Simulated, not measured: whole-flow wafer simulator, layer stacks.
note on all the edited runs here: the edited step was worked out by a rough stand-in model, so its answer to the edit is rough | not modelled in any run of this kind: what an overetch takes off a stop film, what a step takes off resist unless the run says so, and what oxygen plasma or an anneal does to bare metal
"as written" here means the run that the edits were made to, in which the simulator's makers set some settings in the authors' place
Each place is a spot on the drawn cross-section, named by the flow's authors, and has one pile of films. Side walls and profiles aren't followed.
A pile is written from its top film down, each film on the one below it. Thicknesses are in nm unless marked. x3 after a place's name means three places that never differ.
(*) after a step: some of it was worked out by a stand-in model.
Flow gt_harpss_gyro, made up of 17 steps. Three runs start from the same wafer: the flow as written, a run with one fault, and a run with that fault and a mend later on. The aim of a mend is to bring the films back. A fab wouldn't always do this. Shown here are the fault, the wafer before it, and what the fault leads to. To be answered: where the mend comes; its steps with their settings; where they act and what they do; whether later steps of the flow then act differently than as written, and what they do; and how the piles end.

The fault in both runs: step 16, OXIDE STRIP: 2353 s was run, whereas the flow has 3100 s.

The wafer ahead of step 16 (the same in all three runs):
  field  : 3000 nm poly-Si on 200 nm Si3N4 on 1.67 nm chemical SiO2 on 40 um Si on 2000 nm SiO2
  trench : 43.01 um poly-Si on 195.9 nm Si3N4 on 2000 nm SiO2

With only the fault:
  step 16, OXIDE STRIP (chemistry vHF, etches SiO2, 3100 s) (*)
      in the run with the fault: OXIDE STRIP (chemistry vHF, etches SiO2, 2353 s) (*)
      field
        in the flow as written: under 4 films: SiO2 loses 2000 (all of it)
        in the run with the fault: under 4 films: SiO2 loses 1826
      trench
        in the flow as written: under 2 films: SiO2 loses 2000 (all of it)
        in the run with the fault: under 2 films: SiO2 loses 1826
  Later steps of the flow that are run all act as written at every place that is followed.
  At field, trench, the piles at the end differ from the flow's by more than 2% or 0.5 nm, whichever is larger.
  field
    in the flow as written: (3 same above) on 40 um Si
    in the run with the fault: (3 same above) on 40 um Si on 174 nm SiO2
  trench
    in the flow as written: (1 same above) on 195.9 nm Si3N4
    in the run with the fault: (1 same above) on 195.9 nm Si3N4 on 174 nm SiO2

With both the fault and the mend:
  After step 17 comes the mend.
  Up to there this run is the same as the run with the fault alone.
  step 17a, OXIDE STRIP (chemistry vHF, etches SiO2, 747 s) (*) (the flow's step 16, run once more with other settings)
      field
        under 4 films: SiO2 loses 174 (all of it)
      trench
        under 2 films: SiO2 loses 174 (all of it)
  Later steps of the flow that are run all act as written at every place that is followed.
  At every place that both follow, the piles at the end match the flow's.
